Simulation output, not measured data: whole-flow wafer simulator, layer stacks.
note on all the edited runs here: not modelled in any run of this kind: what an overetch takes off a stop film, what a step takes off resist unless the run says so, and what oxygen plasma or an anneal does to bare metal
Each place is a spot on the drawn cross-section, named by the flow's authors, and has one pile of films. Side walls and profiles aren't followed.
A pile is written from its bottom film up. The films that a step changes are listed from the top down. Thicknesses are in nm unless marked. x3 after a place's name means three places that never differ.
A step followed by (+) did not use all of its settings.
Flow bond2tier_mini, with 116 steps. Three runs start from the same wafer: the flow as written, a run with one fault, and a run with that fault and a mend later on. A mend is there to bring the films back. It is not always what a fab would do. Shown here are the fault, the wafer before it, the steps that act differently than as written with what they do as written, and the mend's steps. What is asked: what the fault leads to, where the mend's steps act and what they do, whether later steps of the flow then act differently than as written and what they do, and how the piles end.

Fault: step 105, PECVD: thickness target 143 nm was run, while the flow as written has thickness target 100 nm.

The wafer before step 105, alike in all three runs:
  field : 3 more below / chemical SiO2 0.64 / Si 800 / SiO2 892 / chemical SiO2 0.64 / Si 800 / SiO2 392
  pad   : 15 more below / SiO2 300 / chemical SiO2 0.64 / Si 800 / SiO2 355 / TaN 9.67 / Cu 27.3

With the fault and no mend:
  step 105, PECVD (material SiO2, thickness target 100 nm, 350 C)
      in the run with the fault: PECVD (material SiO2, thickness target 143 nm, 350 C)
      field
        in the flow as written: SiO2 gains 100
        in the run with the fault: SiO2 gains 143
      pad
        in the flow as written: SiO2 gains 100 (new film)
        in the run with the fault: SiO2 gains 143 (new film)
  Steps later in the flow that act otherwise than as written:
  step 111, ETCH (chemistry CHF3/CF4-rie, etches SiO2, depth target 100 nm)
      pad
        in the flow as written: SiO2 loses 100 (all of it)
        in the run with the fault: SiO2 loses 100
  At field, pad, the piles at the end differ from the flow's by more than 2% or 0.5 nm, whichever is larger.
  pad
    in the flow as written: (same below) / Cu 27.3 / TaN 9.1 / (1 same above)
    in the run with the fault: (same below) / Cu 27.3 / SiO2 43 / TaN 9.1 / (1 same above)
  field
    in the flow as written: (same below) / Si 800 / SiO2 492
    in the run with the fault: (same below) / Si 800 / SiO2 535

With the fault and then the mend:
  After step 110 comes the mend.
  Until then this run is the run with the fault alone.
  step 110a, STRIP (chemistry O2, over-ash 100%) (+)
      field
        KrF resist loses 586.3 (all of it)
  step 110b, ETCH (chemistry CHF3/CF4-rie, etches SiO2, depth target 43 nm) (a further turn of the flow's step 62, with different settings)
      field, pad
        SiO2 loses 43
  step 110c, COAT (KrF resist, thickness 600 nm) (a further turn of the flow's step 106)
      field, pad
        KrF resist gains 600 (new film)
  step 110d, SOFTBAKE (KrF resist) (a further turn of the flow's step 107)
      alters no film at any place that is followed
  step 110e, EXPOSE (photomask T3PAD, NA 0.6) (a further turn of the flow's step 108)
      alters no film at any place that is followed
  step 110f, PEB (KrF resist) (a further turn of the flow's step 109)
      alters no film at any place that is followed
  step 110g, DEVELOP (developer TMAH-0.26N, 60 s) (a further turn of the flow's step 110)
      field
        KrF resist loses 13.7
      pad
        KrF resist loses 600 (all of it)
  Later steps of the flow that are run all act as written at every place that is followed.
  The piles end the same as the flow's at every place that both follow.
